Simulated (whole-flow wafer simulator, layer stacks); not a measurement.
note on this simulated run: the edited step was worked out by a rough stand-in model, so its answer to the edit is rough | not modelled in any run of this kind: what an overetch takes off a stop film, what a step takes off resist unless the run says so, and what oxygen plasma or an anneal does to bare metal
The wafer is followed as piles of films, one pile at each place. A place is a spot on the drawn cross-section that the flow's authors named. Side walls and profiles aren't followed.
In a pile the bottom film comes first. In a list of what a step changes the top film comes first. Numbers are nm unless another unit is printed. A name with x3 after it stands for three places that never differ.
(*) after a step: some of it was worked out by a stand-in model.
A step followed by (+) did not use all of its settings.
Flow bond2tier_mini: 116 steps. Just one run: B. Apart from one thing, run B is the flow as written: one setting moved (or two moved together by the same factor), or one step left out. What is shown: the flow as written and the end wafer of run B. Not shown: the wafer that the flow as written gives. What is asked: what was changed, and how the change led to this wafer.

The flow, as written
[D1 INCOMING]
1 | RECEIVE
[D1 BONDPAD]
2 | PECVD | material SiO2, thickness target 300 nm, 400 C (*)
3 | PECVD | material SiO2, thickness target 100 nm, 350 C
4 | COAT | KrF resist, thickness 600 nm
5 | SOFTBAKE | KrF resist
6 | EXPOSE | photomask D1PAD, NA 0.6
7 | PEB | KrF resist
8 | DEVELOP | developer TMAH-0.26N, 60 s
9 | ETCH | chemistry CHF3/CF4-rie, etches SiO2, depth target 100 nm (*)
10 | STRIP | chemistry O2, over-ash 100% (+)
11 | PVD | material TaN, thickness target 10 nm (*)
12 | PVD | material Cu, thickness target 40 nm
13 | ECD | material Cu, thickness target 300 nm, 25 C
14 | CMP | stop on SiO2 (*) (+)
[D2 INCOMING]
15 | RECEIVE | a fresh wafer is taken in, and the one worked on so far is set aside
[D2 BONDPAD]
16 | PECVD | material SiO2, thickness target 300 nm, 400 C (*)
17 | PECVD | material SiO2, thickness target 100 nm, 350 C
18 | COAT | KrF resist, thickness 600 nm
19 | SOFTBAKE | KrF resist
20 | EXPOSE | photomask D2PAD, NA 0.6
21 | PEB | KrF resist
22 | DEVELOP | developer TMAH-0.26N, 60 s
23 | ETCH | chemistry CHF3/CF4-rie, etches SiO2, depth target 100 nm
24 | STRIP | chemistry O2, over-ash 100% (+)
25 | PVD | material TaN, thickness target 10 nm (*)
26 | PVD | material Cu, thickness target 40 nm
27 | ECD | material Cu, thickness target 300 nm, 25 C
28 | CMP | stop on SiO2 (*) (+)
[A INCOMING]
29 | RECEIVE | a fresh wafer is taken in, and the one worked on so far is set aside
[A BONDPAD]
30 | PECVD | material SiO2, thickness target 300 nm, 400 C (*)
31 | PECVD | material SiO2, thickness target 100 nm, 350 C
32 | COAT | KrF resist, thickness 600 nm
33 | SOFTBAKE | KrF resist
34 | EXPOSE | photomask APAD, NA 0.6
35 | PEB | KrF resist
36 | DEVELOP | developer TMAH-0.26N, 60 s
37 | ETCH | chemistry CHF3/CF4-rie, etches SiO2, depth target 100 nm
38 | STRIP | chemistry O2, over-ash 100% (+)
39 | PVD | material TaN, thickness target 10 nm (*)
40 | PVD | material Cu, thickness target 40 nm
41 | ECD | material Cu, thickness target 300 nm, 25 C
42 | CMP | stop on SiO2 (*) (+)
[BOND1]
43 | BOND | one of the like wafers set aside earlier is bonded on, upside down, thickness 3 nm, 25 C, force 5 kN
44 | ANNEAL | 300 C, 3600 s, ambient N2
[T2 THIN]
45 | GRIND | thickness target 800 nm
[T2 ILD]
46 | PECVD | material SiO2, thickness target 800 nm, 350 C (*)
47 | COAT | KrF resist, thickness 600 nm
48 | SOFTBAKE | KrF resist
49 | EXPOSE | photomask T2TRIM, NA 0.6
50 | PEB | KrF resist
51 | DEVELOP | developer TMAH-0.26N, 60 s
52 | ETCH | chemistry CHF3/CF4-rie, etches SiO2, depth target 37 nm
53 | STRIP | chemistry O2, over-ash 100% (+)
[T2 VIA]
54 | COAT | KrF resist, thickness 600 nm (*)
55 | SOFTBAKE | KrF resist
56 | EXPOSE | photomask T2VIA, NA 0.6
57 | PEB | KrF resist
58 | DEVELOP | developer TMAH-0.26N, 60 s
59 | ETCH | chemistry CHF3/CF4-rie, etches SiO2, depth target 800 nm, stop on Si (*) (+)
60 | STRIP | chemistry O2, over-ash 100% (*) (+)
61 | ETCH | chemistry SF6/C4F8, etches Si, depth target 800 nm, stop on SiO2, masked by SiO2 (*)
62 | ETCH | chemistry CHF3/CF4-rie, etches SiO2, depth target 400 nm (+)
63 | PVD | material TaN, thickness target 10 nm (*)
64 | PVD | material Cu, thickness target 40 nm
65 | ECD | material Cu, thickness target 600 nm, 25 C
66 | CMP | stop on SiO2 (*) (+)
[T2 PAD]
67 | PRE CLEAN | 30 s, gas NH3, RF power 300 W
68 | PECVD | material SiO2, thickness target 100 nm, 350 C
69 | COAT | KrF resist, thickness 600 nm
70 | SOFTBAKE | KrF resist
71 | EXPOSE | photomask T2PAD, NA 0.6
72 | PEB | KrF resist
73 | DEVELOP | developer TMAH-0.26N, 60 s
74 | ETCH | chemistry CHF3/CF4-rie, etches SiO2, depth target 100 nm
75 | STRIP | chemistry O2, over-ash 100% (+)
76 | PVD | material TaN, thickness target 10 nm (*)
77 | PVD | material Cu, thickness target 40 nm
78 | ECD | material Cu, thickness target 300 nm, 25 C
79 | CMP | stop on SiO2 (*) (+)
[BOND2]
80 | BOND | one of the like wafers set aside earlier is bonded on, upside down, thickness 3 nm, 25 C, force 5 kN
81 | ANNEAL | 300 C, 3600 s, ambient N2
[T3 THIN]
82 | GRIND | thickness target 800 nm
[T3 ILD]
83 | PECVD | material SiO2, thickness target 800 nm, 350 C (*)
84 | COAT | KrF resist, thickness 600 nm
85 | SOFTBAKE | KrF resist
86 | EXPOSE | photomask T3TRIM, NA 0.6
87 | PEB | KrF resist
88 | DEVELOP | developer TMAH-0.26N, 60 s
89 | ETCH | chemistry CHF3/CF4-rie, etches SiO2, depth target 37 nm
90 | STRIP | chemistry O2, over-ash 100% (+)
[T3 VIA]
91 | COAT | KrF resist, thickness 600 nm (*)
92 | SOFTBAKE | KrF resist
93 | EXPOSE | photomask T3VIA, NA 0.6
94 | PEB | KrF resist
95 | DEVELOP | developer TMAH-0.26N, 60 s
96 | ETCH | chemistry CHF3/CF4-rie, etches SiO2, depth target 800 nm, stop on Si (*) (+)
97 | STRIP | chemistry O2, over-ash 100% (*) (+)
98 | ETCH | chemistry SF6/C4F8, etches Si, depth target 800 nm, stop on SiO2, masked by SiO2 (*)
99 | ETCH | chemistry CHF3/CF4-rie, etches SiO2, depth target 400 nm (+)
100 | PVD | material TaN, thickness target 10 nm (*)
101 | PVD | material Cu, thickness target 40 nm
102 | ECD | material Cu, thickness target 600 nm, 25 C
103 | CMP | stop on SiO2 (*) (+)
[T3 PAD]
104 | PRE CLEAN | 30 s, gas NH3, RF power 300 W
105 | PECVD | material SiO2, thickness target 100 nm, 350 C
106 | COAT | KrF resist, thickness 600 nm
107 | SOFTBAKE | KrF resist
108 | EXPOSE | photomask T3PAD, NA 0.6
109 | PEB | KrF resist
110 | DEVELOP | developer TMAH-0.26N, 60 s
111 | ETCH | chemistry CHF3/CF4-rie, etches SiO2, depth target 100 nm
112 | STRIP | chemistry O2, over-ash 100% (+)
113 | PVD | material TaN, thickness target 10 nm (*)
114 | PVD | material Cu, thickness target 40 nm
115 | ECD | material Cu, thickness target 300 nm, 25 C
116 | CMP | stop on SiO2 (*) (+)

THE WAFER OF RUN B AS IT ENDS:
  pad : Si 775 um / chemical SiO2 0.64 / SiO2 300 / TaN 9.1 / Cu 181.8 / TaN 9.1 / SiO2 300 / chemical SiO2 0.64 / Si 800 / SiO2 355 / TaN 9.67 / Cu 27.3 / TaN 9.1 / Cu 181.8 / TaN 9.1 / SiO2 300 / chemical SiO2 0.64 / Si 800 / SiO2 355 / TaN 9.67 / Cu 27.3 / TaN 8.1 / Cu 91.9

The reason: step 113, PVD: thickness target 8.9 nm was run, while the flow as written has thickness target 10 nm.

How this came from the change, step by step:
  113 | PVD | material TaN, thickness target 10 nm (*)
      field: TaN gains 8.9 (new film) (in the flow as written it would be: TaN gains 10 (new film))
      pad: TaN gains 8.1 (new film) (in the flow as written it would be: TaN gains 9.1 (new film))
  116 | CMP | stop on SiO2 (*) (+)
      field: Cu loses 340 (all of it), TaN loses 8.9 (all of it) (in the flow as written it would be: Cu loses 340 (all of it), TaN loses 10 (all of it))
